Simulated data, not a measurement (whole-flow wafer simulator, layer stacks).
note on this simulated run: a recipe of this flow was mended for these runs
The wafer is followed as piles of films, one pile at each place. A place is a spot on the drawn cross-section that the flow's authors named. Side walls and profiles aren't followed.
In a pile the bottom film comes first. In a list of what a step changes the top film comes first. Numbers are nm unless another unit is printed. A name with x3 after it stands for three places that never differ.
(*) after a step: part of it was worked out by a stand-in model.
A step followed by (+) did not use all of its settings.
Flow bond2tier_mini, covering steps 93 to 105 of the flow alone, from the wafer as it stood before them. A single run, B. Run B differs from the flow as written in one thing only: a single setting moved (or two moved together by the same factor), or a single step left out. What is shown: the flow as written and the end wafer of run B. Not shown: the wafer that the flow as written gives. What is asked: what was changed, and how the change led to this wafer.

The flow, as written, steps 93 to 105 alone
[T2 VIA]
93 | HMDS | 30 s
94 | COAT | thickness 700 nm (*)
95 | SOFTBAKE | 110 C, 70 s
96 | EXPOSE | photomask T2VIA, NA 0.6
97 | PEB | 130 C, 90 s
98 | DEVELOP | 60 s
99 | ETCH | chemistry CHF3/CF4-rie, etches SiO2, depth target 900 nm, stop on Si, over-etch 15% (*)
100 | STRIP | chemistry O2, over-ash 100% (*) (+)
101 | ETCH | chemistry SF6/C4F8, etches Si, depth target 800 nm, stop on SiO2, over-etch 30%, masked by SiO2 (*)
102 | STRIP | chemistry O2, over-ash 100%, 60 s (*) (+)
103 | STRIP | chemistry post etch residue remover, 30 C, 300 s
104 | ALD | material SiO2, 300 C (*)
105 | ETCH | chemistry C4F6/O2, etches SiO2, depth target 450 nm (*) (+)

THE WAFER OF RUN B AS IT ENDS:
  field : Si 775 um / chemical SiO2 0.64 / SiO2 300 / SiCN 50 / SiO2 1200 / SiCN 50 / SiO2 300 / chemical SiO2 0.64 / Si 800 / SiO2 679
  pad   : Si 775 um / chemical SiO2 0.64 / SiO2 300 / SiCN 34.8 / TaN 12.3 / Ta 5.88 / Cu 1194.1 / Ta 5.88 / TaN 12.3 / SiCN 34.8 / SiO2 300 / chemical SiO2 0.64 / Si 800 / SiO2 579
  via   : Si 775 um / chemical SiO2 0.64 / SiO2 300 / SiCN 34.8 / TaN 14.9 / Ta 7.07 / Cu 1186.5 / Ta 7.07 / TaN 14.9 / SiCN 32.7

What caused this: step 105, ETCH: depth target 360.7 nm was run, whereas the flow has depth target 450 nm.

The path from the change to this, step by step:
  105 | ETCH | chemistry C4F6/O2, etches SiO2, depth target 450 nm (*) (+)
      field, pad: -360.7 SiO2 (in the flow as written it would be: -450 SiO2)
      via: -348.1 SiO2 (all of it), -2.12 SiCN (in the flow as written it would be: -348.1 SiO2 (all of it), -17.2 SiCN)
